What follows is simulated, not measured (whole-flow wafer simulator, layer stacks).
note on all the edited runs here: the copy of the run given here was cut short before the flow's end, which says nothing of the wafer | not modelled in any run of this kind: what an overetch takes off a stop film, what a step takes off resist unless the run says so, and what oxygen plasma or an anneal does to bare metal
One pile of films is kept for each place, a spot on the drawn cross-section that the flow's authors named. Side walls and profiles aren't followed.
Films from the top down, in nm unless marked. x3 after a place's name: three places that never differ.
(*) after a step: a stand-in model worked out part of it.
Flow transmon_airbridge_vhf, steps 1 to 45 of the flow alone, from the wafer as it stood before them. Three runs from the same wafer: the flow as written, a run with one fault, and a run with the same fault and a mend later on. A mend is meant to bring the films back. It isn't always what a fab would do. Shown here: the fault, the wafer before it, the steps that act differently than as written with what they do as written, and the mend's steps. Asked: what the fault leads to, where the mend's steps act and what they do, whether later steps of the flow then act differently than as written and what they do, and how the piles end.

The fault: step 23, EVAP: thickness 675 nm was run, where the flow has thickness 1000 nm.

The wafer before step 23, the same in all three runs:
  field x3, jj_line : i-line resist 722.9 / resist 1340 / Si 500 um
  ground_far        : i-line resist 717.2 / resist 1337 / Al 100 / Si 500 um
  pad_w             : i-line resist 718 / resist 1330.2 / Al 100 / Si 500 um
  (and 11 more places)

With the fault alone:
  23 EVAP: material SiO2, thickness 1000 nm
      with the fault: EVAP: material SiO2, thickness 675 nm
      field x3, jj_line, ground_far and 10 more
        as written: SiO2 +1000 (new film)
        with the fault: SiO2 +675 (new film)
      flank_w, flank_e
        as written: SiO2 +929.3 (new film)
        with the fault: SiO2 +627.3 (new film)
  Later steps of the flow that act differently than as written (2 more steps differ only slightly, by at most 2% or 0.5 nm, whichever is larger, and aren't shown):
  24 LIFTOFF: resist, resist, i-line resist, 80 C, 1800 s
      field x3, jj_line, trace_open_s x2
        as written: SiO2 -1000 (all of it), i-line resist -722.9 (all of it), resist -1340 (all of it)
        with the fault: SiO2 -675 (all of it), i-line resist -722.9 (all of it), resist -1340 (all of it)
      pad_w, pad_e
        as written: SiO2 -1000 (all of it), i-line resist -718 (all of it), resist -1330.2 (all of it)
        with the fault: SiO2 -675 (all of it), i-line resist -718 (all of it), resist -1330.2 (all of it)
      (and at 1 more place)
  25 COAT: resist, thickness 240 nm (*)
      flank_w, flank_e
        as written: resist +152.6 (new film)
        with the fault: resist +163.9 (new film)
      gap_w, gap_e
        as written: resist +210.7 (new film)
        with the fault: resist +224.6 (new film)
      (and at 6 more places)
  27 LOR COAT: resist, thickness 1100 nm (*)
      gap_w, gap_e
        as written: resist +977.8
        with the fault: resist +1023.2
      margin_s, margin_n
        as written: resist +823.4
        with the fault: resist +903.7
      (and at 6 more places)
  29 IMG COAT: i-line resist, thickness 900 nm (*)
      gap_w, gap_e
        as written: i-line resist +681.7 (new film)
        with the fault: i-line resist +761.1 (new film)
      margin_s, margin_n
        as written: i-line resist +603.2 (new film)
        with the fault: i-line resist +705.6 (new film)
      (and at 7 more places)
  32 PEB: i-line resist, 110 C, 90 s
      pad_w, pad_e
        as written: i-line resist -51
        with the fault: i-line resist -49.4
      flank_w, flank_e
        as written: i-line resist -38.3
        with the fault: i-line resist -41.5
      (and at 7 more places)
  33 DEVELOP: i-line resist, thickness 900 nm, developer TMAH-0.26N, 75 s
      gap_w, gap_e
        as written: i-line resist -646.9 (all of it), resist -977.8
        with the fault: i-line resist -722.2 (all of it), resist -1023.2
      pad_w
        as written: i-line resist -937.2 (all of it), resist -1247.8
        with the fault: i-line resist -909.3 (all of it), resist -1196.9
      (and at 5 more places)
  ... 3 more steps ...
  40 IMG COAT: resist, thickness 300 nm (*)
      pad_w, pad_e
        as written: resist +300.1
        with the fault: resist +291.4
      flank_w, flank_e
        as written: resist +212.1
        with the fault: resist +222.6
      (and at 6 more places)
  At the end the piles differ from the flow's by more than 2% or 0.5 nm, whichever is larger, at pad_w, flank_w, gap_w and 7 more.
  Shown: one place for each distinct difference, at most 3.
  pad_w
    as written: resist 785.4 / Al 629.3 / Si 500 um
    with the fault: resist 757.7 / Al 629.6 / Si 500 um
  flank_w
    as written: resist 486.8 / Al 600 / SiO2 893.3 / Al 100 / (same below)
    with the fault: resist 523.4 / Al 600 / SiO2 591.3 / Al 100 / (same below)
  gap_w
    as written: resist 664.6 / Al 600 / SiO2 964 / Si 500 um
    with the fault: resist 692.2 / Al 600 / SiO2 639 / Si 500 um

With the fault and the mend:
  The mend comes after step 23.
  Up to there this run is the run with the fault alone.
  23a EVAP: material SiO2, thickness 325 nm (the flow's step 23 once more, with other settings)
      field x3, jj_line, ground_far and 10 more
        SiO2 +325
      flank_w, flank_e
        SiO2 +302.4
  No later step of the flow acts differently than as written, at any place that is followed, by more than 2% or 0.5 nm, whichever is larger.
  At the end the piles differ from the flow's only slightly at the places that both follow, by at most 2% or 0.5 nm, whichever is larger.
